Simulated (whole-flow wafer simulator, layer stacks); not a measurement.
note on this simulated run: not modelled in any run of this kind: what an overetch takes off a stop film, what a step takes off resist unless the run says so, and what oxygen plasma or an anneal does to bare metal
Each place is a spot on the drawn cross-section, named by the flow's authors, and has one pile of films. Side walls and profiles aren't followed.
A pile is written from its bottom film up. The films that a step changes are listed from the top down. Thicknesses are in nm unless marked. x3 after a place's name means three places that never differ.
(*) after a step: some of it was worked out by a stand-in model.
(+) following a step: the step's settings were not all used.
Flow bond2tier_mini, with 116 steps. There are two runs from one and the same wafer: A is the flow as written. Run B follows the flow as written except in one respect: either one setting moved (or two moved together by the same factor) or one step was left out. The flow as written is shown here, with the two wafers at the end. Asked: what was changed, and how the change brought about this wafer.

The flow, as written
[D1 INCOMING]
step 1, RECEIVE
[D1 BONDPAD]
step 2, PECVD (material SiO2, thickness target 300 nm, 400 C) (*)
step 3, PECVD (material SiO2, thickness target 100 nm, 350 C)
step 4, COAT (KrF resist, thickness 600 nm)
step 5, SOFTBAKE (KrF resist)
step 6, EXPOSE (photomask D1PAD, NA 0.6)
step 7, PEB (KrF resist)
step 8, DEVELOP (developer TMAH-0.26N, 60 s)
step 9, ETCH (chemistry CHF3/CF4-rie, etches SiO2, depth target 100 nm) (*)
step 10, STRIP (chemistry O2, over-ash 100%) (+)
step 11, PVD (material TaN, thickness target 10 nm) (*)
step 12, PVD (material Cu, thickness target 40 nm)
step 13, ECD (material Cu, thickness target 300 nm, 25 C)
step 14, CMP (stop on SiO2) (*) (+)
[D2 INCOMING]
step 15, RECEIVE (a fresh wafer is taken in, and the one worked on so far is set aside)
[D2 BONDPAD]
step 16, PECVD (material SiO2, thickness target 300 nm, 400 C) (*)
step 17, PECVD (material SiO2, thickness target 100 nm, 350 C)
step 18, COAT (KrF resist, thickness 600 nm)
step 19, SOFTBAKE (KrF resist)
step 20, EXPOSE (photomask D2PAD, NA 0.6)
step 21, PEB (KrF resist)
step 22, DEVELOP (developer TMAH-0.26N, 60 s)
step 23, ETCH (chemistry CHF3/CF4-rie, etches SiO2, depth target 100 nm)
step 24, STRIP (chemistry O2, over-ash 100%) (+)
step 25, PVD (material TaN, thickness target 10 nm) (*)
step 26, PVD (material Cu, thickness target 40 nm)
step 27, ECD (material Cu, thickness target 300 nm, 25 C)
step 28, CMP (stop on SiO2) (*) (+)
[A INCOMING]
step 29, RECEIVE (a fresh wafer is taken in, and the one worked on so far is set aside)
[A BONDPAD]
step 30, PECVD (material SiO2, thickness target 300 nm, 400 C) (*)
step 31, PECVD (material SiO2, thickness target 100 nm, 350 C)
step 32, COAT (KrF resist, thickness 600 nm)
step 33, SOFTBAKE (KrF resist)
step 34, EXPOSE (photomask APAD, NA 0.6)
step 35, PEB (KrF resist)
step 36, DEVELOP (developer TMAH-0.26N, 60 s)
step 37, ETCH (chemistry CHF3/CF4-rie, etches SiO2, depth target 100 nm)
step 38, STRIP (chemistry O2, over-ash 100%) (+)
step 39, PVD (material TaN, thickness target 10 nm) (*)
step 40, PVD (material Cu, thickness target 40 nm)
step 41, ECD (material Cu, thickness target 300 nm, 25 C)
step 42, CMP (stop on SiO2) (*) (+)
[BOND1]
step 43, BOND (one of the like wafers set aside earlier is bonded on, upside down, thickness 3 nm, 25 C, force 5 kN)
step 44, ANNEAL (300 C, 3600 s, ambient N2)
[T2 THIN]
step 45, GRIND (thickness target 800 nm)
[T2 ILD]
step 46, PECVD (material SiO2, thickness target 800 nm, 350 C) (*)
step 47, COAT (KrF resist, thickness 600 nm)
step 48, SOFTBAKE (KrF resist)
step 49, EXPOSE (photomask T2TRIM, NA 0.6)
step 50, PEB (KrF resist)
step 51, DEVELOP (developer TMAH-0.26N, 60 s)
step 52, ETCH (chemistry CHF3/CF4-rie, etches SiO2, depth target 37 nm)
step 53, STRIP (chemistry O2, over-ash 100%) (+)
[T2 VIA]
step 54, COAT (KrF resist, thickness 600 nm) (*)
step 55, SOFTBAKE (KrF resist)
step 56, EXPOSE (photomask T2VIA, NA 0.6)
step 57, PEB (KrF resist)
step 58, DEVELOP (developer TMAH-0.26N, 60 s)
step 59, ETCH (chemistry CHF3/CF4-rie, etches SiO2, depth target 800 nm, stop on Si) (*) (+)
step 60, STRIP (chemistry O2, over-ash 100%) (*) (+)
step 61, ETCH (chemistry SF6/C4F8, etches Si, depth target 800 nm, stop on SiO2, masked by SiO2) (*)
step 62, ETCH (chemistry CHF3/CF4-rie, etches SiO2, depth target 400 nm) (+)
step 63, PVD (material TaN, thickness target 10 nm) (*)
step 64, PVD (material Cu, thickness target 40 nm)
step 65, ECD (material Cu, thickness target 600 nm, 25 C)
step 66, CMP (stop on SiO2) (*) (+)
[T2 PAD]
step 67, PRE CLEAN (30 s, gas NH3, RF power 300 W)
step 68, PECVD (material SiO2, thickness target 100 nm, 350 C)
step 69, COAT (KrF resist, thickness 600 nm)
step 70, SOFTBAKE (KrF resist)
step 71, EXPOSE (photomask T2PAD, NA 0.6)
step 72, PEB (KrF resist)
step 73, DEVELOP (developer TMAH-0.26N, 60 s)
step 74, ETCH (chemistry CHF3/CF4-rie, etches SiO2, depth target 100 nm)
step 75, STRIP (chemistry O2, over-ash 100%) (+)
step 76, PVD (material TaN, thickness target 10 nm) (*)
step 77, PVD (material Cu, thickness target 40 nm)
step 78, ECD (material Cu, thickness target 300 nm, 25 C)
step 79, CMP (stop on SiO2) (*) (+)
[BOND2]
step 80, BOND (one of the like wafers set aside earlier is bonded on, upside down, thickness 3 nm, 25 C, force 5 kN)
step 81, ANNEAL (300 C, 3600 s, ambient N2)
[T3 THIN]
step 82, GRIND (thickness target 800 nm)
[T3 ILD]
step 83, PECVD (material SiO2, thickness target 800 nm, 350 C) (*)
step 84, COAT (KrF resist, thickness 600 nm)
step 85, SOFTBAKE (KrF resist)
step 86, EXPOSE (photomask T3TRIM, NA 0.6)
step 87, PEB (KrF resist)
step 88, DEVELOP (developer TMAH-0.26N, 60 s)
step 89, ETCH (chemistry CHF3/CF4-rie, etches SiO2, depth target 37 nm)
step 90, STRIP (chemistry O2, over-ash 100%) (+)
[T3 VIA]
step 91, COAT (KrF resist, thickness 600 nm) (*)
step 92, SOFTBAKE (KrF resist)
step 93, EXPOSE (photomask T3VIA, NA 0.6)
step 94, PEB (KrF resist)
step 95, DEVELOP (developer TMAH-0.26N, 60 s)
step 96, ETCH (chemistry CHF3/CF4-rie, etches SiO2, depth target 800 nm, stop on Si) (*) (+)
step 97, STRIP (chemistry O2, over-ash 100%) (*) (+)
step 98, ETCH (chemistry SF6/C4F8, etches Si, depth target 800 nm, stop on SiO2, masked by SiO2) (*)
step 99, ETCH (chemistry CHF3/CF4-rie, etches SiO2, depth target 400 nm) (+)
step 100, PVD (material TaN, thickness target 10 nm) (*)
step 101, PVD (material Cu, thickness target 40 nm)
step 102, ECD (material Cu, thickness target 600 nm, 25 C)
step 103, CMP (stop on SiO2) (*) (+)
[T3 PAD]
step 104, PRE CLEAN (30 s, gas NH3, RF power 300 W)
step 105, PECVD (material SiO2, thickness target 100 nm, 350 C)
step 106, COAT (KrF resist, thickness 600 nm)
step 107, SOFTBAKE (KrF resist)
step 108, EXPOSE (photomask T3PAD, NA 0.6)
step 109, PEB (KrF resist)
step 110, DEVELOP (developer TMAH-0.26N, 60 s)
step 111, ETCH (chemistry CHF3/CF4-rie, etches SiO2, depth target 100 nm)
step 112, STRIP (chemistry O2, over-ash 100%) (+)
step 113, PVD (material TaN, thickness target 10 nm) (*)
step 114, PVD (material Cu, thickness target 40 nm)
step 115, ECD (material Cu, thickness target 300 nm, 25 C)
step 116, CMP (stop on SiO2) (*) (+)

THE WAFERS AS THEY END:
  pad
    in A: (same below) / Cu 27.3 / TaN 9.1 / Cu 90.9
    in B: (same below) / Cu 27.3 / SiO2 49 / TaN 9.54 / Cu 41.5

The reason: step 111, ETCH: depth target 51 nm was run, though the flow has depth target 100 nm.

Step by step, how the change led to this:
  step 111, ETCH (chemistry CHF3/CF4-rie, etches SiO2, depth target 100 nm)
      pad: A SiO2 loses 100 (all of it) | B SiO2 loses 51
      field: A KrF resist loses 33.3 | B KrF resist loses 17
  step 112, STRIP (chemistry O2, over-ash 100%) (+)
      field: A KrF resist loses 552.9 (all of it) | B KrF resist loses 569.3 (all of it)
  step 114, PVD (material Cu, thickness target 40 nm)
      pad: A Cu gains 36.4 (new film) | B Cu gains 38.1 (new film)
  step 115, ECD (material Cu, thickness target 300 nm, 25 C)
      pad: A Cu gains 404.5 | B Cu gains 353.3
With metal films that touch counted as one body, pad has 4 bodies (between them, from the top down: SiO2 49; SiO2 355 / Si 800 / chemical SiO2 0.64 / SiO2 300; SiO2 355 / Si 800 / chemical SiO2 0.64 / SiO2 300); the flow as written gives 3 bodies (between them, from the top down: SiO2 355 / Si 800 / chemical SiO2 0.64 / SiO2 300; SiO2 355 / Si 800 / chemical SiO2 0.64 / SiO2 300).
